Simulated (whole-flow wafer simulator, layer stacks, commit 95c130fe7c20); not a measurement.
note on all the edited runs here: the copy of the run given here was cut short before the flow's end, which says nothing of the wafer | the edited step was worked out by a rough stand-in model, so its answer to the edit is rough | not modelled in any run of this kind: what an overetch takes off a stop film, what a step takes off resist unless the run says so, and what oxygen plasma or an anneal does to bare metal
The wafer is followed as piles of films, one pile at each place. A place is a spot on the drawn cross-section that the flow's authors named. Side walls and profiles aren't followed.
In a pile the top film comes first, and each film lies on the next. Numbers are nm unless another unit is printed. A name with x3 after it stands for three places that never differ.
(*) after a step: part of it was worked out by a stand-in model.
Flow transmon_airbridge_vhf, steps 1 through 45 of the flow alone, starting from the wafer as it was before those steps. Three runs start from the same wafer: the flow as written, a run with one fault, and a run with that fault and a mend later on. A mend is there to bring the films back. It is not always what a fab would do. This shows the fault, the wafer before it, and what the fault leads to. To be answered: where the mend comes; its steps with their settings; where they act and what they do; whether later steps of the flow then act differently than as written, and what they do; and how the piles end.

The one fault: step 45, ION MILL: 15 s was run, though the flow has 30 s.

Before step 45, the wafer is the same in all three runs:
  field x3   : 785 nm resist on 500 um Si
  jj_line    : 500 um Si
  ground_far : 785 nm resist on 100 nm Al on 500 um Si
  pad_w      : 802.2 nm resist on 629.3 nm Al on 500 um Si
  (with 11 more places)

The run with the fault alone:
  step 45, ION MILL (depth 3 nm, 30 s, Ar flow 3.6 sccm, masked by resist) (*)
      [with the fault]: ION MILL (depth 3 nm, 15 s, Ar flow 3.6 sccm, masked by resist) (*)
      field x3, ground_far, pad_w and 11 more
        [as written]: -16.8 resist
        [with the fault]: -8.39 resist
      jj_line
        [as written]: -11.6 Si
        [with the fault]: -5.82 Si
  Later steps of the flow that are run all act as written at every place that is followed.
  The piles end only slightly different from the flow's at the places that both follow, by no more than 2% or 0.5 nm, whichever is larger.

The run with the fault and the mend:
  The mend stands after step 45.
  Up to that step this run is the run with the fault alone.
  step 45a, ION MILL (depth 3 nm, 15 s, Ar flow 3.6 sccm, masked by resist) (*) (the flow's step 45 again, with other settings)
      field x3, ground_far, pad_w and 11 more
        -8.39 resist
      jj_line
        -5.82 Si
  Later steps of the flow that are run all act as written at every place that is followed.
  By the end, the piles equal the flow's at every place that both follow.
